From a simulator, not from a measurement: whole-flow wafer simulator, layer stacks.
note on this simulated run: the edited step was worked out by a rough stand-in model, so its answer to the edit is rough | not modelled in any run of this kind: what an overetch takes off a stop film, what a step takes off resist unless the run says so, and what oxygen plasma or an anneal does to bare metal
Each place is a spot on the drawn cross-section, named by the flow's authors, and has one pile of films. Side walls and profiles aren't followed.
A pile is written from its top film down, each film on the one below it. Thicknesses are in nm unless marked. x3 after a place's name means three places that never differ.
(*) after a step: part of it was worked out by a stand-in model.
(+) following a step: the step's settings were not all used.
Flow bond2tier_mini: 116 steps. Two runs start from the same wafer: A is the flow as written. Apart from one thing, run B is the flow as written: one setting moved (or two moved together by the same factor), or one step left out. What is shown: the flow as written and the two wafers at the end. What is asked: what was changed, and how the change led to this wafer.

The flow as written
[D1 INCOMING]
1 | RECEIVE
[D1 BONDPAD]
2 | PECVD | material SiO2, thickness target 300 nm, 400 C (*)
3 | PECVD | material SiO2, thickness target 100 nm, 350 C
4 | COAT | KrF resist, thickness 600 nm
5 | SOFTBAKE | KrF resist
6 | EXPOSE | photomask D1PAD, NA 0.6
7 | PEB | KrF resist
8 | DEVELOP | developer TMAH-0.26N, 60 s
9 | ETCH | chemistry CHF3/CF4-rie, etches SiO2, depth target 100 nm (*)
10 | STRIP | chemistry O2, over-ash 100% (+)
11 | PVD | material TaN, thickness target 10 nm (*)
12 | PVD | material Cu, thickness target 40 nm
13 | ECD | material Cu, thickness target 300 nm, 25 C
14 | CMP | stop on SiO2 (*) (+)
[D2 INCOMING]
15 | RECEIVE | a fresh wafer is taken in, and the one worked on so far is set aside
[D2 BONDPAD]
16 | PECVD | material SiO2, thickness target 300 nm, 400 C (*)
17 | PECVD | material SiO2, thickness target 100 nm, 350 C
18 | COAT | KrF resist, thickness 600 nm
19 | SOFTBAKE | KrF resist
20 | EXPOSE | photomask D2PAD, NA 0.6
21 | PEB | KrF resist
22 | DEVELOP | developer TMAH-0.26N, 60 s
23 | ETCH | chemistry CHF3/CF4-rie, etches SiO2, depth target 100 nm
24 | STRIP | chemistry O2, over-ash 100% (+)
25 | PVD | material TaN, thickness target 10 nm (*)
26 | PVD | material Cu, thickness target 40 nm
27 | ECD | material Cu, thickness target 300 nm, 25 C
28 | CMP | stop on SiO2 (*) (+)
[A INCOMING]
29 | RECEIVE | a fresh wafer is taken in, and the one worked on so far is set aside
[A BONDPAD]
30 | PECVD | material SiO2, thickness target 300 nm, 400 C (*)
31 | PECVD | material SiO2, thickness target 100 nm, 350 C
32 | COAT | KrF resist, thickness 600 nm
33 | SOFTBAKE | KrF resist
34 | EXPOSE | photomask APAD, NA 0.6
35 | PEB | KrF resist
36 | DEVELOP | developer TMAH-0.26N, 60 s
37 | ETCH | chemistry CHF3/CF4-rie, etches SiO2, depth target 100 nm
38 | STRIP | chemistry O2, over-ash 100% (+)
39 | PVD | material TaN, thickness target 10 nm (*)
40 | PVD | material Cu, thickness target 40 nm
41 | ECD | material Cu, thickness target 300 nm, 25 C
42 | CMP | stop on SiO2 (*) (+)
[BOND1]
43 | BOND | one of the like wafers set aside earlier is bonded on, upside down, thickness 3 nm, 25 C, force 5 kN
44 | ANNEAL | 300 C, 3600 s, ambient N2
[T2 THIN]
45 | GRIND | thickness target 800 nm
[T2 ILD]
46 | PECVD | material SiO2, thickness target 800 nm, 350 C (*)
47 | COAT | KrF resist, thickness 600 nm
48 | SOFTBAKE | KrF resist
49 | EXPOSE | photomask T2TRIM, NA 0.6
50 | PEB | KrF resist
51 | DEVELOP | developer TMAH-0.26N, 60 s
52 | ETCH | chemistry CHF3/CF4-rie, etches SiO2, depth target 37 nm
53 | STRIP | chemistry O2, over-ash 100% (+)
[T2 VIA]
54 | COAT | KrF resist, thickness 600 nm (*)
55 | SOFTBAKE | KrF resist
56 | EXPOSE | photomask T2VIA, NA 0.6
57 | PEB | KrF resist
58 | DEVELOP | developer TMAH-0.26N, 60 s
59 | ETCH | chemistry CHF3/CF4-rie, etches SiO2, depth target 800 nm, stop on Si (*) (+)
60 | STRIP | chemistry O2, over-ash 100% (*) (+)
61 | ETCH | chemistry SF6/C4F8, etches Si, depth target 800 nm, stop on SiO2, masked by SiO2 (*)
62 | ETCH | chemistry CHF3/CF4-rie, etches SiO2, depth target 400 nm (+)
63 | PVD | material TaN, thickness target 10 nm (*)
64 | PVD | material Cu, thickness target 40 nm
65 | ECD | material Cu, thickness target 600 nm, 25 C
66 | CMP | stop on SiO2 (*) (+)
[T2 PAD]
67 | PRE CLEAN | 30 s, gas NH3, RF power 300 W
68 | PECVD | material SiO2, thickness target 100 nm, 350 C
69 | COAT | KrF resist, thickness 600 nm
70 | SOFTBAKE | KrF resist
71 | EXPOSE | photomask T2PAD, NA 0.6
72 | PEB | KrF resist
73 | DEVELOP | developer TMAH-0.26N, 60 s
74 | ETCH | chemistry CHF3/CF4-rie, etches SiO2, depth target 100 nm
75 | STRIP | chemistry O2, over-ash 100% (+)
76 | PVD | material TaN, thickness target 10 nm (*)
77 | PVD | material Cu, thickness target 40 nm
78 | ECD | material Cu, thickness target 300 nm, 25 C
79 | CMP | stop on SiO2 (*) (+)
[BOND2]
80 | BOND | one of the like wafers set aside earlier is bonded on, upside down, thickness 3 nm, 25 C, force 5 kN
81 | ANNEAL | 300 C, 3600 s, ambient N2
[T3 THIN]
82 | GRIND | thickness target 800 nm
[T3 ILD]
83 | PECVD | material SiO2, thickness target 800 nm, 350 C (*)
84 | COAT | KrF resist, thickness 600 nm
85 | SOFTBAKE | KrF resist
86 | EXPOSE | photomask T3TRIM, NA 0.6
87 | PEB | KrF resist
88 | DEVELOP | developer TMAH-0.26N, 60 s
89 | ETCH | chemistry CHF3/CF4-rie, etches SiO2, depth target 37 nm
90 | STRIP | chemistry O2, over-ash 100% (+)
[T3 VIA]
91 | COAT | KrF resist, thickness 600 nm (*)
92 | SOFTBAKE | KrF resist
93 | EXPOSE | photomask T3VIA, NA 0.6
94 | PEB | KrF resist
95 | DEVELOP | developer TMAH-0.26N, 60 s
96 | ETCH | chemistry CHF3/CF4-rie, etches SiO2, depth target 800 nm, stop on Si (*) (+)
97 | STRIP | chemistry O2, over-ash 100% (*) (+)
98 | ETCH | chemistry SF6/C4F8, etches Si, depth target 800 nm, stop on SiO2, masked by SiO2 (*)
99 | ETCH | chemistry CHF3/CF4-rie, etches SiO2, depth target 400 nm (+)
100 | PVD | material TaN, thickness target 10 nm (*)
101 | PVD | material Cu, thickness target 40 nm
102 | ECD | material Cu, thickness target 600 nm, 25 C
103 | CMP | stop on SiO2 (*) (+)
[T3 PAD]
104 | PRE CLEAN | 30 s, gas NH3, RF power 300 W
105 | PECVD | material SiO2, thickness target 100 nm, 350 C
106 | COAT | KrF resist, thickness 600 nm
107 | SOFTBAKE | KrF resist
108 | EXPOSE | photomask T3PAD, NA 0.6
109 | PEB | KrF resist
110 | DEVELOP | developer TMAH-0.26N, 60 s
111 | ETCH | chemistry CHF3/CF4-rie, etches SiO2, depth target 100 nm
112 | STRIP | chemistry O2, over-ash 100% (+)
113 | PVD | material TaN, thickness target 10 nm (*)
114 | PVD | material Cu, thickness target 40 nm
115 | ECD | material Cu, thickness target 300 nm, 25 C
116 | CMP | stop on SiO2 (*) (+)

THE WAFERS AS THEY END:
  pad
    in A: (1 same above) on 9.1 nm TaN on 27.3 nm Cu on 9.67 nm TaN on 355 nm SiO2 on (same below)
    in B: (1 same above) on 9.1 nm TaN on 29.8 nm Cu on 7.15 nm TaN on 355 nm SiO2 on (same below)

Cause: step 100, PVD: thickness target 7.4 nm was run, whereas the flow has thickness target 10 nm.

The path from the change to this, step by step:
  100 | PVD | material TaN, thickness target 10 nm (*)
      field: A +10 TaN (new film) | B +7.4 TaN (new film)
      pad: A +9.67 TaN (new film) | B +7.15 TaN (new film)
  103 | CMP | stop on SiO2 (*) (+)
      field: A -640 Cu (all of it), -10 TaN (all of it) | B -640 Cu (all of it), -7.4 TaN (all of it)
